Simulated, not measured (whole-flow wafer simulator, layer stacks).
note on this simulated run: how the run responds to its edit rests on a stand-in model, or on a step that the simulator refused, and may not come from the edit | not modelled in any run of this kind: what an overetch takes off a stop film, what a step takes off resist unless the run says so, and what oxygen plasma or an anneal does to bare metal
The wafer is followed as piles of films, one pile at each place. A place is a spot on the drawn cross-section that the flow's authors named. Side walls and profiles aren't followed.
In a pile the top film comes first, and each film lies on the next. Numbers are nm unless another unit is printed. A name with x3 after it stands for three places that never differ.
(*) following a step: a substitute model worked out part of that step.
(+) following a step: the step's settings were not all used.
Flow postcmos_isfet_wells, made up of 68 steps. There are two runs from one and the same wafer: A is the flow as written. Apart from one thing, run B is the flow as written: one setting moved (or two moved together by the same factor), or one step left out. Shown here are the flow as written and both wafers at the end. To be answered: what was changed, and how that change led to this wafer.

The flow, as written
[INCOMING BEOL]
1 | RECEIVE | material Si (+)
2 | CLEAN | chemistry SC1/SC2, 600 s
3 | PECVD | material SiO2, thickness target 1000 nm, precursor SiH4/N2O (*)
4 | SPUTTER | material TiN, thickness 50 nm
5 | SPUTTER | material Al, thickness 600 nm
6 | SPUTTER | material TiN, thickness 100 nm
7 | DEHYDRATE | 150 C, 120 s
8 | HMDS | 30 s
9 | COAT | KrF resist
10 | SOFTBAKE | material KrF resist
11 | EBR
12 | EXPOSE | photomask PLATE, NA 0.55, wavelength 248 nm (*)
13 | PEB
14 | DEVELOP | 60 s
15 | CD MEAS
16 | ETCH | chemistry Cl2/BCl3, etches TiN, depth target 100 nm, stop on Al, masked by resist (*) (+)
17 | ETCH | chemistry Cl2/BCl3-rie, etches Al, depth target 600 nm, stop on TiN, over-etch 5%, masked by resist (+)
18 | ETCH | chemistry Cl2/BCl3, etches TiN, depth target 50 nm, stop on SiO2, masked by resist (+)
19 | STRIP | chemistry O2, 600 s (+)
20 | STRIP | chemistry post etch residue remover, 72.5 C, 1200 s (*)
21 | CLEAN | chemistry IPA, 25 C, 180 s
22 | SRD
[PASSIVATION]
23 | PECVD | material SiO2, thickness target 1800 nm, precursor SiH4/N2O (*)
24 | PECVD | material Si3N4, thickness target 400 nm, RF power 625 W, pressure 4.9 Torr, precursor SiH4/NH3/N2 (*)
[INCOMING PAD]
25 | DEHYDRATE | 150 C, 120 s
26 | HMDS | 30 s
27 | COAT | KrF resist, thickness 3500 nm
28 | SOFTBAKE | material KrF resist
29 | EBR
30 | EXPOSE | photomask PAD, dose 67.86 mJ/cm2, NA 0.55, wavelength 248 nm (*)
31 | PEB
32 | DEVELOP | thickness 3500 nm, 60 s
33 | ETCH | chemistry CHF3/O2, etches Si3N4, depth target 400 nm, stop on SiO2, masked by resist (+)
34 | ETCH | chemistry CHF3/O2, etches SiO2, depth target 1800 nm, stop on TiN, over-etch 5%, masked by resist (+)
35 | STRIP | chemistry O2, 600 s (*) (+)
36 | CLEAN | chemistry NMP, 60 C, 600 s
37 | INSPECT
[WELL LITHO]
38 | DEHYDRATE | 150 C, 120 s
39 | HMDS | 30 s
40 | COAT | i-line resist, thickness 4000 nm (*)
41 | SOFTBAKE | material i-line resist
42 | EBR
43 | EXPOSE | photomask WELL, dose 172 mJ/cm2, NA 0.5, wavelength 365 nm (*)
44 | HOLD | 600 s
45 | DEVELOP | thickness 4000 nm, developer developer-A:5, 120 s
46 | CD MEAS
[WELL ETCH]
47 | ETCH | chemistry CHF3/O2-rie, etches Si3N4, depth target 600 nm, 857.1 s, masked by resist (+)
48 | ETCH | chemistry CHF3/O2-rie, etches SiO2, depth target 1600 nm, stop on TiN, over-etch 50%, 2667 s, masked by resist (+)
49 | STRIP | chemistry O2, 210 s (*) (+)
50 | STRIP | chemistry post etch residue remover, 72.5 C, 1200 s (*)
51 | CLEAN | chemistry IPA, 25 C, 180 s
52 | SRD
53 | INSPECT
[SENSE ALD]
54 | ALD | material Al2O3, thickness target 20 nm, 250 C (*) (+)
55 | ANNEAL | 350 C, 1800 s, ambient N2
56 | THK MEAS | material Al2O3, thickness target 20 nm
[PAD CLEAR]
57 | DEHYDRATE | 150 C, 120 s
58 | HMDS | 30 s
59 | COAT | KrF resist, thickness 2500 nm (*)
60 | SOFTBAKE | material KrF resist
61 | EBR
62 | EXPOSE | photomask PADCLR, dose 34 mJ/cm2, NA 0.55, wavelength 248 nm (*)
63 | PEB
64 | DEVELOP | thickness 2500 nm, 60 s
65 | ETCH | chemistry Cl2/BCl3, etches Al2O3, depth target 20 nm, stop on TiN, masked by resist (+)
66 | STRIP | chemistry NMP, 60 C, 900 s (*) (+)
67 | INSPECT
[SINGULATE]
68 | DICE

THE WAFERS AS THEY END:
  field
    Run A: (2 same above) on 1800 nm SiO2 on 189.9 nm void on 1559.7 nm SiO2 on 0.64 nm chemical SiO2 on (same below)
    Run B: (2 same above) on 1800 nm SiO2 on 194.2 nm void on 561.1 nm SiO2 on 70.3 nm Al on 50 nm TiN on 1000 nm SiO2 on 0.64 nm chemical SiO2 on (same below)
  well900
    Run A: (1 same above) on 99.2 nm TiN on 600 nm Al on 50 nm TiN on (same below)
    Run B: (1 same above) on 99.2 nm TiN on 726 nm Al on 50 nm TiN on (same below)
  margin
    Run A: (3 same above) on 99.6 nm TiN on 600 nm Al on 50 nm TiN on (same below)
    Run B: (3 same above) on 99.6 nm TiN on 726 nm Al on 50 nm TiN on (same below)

Cause: step 5, SPUTTER: thickness 726 nm was run, whereas the flow has thickness 600 nm.
The wafer lets one read it off: well900 has Al 726, and step 5 as written asks for 600 nm.

How this came from the change, step by step:
  5 | SPUTTER | material Al, thickness 600 nm
      field, margin, well900, well1300 x3, pad_rim, pad_clr, pad_open: A +600 Al (new film) | B +726 Al (new film)
  17 | ETCH | chemistry Cl2/BCl3-rie, etches Al, depth target 600 nm, stop on TiN, over-etch 5%, masked by resist (+)
      field: A -600 Al (all of it) | B -600 Al
  18 | ETCH | chemistry Cl2/BCl3, etches TiN, depth target 50 nm, stop on SiO2, masked by resist (+)
      field: A -50 TiN (all of it) | B -50 Al
  20 | STRIP | chemistry post etch residue remover, 72.5 C, 1200 s (*)
      field: A nothing | B -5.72 Al
  23 | PECVD | material SiO2, thickness target 1800 nm, precursor SiH4/N2O (*)
      field: A +1800 SiO2 (new film), +189.9 void (new film), +559.7 SiO2 | B +1800 SiO2 (new film), +194.2 void (new film), +561.1 SiO2 (new film)
If metal films that touch count as one body, field has 1 body; the flow as written gives 0 bodies.
